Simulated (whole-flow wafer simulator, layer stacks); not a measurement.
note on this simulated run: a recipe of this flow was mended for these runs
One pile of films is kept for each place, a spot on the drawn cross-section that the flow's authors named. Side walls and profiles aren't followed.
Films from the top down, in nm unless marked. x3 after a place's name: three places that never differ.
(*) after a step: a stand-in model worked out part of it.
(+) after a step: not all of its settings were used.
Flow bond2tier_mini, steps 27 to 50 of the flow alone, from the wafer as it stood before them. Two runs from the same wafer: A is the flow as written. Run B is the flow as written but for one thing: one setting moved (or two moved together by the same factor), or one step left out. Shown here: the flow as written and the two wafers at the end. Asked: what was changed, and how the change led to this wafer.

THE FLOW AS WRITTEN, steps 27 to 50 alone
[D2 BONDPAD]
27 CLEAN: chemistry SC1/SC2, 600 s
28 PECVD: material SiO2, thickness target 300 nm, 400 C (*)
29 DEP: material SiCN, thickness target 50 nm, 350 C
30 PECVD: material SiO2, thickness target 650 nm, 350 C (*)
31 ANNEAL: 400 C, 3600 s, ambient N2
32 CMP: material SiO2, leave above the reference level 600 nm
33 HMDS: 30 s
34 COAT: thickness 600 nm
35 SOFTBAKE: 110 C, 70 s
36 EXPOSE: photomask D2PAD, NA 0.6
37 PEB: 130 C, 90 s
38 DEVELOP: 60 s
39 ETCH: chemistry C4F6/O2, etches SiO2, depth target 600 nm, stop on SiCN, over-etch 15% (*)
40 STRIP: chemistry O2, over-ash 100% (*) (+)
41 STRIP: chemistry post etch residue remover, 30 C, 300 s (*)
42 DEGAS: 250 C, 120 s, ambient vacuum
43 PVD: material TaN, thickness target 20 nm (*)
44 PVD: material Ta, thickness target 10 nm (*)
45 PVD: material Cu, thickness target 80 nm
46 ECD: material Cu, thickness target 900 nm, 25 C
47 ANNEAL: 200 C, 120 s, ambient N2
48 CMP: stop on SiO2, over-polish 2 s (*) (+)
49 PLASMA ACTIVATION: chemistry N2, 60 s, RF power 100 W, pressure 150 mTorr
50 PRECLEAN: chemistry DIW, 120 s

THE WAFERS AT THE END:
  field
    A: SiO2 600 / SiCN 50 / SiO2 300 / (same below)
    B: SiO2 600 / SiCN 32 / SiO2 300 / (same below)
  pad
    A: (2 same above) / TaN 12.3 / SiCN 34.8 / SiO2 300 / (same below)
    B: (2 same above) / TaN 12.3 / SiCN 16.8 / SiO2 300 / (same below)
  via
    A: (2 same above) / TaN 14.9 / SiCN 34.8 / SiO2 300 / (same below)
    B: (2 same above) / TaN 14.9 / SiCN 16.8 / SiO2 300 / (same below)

The cause: step 29, DEP: thickness target 32 nm was run, where the flow has thickness target 50 nm.
It can be read off the wafer: field has SiCN 32, and step 29 as written asks for 50 nm.

How the change led to this, step by step:
  29 DEP: material SiCN, thickness target 50 nm, 350 C
      field, pad, via: A SiCN +50 (new film) | B SiCN +32 (new film)
